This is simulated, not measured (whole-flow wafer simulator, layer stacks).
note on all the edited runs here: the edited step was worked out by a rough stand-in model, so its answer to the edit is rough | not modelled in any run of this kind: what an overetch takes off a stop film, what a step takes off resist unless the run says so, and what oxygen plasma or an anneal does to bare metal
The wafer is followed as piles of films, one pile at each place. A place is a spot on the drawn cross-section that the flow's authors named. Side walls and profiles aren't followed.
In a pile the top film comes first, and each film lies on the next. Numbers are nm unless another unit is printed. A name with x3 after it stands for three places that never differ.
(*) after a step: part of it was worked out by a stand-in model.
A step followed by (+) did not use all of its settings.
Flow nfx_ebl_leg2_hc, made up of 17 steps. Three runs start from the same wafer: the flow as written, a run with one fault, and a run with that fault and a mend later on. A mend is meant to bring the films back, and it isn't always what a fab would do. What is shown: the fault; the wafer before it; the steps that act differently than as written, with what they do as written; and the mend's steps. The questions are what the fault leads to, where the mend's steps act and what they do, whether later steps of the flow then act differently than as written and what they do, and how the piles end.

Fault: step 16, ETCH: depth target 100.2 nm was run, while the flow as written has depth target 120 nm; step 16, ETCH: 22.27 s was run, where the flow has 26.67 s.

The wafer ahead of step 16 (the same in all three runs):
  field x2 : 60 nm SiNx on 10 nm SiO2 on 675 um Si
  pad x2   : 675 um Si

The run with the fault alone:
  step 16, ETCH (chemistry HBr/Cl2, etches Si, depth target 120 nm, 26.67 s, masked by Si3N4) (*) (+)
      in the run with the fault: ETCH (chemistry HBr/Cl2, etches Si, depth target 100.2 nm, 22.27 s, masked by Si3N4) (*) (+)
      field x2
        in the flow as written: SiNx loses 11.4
        in the run with the fault: SiNx loses 9.54
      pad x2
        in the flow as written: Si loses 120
        in the run with the fault: Si loses 100.2
  None of the later steps of the flow acts differently than as written at any place that is followed.
  The piles end different from the flow's at field x2 by more than 2% or 0.5 nm, whichever is larger.
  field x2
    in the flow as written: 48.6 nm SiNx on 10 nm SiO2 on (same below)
    in the run with the fault: 50.5 nm SiNx on 10 nm SiO2 on (same below)

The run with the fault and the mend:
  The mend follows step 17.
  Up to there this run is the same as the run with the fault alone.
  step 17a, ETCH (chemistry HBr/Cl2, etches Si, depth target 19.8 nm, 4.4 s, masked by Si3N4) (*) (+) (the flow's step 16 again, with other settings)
      field x2
        SiNx loses 1.89
      pad x2
        Si loses 19.8
  None of the later steps of the flow acts differently than as written at any place that is followed.
  At every place that both follow, the piles at the end match the flow's.
